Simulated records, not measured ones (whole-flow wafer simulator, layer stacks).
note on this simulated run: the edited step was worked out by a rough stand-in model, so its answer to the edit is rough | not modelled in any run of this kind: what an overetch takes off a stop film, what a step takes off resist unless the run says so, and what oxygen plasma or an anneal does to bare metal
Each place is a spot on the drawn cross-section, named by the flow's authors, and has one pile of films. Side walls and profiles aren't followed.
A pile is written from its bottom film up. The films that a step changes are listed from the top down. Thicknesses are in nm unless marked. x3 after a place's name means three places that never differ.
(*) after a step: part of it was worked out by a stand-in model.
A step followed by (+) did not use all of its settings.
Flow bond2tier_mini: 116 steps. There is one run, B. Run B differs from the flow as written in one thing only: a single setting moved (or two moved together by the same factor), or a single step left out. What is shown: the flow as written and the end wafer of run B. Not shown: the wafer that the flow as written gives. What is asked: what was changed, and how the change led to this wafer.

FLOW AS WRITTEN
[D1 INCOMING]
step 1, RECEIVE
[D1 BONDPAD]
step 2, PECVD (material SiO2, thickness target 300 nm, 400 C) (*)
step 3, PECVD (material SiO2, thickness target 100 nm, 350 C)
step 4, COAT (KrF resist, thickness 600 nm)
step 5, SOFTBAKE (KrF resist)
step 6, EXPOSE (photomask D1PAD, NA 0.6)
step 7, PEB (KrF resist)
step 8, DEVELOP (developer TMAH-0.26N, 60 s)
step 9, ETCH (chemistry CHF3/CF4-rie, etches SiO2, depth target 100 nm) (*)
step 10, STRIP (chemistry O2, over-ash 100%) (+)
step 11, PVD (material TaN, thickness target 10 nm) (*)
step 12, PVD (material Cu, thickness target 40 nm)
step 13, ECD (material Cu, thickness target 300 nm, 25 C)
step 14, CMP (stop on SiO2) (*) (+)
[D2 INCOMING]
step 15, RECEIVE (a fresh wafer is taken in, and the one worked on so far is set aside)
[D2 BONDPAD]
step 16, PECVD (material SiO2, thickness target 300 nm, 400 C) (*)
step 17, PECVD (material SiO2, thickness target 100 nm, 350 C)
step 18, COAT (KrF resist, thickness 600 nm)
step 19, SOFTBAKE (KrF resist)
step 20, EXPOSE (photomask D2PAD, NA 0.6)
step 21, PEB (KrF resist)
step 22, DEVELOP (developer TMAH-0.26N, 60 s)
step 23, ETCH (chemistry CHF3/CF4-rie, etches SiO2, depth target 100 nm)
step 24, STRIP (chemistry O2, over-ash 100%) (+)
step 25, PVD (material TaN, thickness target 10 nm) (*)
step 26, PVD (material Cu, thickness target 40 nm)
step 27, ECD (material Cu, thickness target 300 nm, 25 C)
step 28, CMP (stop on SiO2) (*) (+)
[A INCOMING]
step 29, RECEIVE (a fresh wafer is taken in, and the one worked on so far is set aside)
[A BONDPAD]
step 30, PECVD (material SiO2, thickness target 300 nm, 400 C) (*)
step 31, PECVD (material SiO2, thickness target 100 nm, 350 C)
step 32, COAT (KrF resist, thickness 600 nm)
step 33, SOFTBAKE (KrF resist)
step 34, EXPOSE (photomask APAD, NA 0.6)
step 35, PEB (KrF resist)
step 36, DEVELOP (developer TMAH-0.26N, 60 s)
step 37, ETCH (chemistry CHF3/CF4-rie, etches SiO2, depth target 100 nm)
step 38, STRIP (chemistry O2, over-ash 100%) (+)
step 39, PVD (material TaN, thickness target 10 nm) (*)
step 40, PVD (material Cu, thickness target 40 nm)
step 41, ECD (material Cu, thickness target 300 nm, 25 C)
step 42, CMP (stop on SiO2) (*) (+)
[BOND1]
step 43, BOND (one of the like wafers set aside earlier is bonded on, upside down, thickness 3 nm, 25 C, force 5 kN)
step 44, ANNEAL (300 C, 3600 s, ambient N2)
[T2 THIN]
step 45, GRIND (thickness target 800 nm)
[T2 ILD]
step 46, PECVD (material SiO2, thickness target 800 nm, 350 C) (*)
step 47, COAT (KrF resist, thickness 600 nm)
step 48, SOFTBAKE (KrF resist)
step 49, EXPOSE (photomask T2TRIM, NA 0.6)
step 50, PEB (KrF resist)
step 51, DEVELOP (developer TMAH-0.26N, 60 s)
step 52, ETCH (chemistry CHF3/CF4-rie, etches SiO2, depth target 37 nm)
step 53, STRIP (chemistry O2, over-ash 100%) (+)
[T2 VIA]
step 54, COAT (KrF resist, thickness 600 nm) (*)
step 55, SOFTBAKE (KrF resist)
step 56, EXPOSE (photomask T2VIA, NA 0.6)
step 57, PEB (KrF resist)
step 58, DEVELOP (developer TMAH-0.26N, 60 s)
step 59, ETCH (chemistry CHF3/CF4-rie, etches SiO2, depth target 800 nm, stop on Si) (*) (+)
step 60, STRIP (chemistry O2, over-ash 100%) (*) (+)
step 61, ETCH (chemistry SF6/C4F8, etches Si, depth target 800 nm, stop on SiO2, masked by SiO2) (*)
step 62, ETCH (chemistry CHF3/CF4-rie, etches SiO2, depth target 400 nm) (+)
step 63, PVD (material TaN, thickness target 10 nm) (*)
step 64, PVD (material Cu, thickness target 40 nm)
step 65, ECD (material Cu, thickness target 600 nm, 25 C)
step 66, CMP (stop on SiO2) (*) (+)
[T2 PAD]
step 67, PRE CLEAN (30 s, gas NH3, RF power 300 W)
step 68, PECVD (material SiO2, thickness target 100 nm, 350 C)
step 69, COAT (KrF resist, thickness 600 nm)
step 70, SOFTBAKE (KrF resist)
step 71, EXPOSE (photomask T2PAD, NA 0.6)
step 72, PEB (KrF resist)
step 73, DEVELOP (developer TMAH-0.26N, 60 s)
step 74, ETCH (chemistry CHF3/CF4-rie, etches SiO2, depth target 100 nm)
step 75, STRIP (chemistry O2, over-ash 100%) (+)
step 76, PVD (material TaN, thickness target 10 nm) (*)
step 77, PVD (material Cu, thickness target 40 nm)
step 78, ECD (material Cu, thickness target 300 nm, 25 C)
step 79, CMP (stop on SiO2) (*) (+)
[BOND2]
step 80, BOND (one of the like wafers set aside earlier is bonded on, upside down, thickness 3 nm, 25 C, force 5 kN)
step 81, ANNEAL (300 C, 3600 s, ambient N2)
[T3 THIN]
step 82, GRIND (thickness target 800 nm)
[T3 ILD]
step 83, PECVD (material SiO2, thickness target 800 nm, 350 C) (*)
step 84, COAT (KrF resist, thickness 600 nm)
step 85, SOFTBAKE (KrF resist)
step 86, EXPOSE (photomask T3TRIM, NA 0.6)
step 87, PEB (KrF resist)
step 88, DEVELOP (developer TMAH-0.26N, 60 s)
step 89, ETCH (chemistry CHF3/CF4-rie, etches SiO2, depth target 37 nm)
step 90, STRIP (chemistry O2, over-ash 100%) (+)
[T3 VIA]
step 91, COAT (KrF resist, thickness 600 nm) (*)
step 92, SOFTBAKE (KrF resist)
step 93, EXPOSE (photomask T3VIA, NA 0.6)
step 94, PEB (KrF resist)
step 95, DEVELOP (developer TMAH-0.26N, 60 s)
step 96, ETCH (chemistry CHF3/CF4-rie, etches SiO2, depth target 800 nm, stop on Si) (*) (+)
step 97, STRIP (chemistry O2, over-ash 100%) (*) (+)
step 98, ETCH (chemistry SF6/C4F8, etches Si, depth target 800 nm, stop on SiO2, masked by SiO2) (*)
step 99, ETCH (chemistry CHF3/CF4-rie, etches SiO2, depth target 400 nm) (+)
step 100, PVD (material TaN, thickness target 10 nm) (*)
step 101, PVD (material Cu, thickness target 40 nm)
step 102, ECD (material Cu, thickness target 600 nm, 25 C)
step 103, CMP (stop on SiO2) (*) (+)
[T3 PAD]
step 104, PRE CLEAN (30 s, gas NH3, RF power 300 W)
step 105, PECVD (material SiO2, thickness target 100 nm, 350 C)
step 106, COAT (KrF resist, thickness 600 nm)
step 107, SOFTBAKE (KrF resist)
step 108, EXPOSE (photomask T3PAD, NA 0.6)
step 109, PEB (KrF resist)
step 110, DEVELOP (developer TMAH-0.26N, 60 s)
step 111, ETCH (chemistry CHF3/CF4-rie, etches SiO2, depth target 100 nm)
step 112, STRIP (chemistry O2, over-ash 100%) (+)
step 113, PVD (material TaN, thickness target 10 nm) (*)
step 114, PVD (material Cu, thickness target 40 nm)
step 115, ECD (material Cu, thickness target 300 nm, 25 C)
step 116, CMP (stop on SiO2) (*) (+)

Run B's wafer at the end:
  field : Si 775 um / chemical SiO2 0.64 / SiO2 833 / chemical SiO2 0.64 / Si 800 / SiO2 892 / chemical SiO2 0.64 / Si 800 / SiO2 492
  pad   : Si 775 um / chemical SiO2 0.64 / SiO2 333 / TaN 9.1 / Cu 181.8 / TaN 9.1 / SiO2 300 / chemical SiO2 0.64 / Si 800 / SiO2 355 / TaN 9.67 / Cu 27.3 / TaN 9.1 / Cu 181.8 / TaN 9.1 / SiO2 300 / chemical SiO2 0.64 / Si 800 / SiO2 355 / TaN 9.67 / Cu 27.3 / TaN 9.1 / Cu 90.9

What caused this: step 30, PECVD: thickness target 333 nm was run, whereas the flow has thickness target 300 nm.
One can read it off the wafer: pad has SiO2 333, and step 30 as written asks for 300 nm.

Step by step, how the change led to this:
  step 30, PECVD (material SiO2, thickness target 300 nm, 400 C) (*)
      field, pad, via: SiO2 gains 333 (new film) (in the flow as written it would be: SiO2 gains 300 (new film))
